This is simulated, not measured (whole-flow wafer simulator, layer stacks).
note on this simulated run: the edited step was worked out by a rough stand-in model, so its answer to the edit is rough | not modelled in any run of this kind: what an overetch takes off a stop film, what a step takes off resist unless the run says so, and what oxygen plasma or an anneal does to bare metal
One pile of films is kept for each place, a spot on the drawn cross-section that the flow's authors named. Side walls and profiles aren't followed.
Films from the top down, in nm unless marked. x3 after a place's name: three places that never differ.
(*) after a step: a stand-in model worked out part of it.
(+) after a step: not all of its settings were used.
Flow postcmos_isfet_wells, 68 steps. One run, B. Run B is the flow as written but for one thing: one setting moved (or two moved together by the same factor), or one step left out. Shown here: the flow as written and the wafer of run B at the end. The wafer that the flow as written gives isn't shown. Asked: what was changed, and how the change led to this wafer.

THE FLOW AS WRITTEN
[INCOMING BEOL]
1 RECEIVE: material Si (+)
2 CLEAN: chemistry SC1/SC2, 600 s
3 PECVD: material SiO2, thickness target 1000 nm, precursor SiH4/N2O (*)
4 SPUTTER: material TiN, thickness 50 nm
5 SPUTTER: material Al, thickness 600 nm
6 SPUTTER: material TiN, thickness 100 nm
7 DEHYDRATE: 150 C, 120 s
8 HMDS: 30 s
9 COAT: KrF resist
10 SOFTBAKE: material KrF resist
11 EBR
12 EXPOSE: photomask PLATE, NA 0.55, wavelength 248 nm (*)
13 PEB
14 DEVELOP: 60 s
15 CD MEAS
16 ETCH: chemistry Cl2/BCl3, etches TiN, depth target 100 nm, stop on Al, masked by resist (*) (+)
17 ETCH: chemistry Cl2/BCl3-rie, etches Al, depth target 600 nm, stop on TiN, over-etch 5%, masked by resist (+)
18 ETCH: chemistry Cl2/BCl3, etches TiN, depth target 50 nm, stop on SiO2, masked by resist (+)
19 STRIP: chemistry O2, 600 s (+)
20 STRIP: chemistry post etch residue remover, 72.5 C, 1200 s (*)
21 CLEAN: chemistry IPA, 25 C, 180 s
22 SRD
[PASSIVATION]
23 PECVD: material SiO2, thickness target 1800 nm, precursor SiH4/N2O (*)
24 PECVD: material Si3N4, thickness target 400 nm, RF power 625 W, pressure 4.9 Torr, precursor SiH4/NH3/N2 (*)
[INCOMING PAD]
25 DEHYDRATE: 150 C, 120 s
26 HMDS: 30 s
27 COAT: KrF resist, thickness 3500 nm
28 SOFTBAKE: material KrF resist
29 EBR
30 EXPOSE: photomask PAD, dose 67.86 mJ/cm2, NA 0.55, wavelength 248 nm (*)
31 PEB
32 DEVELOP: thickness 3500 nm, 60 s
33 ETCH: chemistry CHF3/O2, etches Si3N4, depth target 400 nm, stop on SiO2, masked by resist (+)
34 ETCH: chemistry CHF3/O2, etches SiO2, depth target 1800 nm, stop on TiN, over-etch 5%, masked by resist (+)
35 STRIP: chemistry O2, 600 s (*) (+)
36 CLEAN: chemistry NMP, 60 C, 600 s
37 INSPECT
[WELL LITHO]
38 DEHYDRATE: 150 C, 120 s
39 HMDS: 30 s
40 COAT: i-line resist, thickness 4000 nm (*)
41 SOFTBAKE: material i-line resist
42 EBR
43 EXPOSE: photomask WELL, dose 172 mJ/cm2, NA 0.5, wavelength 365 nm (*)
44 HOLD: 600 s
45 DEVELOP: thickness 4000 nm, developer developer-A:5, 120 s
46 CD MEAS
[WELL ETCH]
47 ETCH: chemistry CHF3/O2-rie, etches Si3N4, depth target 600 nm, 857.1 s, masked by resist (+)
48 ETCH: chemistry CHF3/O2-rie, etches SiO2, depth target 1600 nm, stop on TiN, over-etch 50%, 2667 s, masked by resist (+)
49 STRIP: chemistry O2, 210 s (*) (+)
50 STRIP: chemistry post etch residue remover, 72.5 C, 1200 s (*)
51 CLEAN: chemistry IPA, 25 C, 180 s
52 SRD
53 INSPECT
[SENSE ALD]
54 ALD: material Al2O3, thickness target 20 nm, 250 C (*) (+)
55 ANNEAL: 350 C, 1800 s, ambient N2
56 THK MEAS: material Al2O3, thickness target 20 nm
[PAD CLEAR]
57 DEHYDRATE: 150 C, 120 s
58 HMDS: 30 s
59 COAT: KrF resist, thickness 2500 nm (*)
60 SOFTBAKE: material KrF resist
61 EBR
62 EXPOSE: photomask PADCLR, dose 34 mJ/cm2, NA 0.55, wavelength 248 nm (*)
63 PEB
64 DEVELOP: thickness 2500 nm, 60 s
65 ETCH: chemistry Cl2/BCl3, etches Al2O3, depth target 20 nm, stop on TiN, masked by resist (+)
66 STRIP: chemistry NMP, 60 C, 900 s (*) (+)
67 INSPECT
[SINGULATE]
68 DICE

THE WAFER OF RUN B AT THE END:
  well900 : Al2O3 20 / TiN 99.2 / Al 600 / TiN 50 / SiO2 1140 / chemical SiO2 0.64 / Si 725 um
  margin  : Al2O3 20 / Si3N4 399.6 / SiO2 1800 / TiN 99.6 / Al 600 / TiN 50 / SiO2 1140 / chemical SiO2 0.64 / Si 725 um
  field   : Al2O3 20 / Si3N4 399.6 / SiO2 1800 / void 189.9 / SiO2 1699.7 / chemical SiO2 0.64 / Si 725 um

The cause: step 3, PECVD: thickness target 1140 nm was run, where the flow has thickness target 1000 nm.
It can be read off the wafer: well900 has SiO2 1140, and step 3 as written asks for 1000 nm.

How the change led to this, step by step:
  3 PECVD: material SiO2, thickness target 1000 nm, precursor SiH4/N2O (*)
      field, margin, well900, well1300 x3, pad_rim, pad_clr, pad_open: SiO2 +1140 (new film) (as written it would be: SiO2 +1000 (new film))
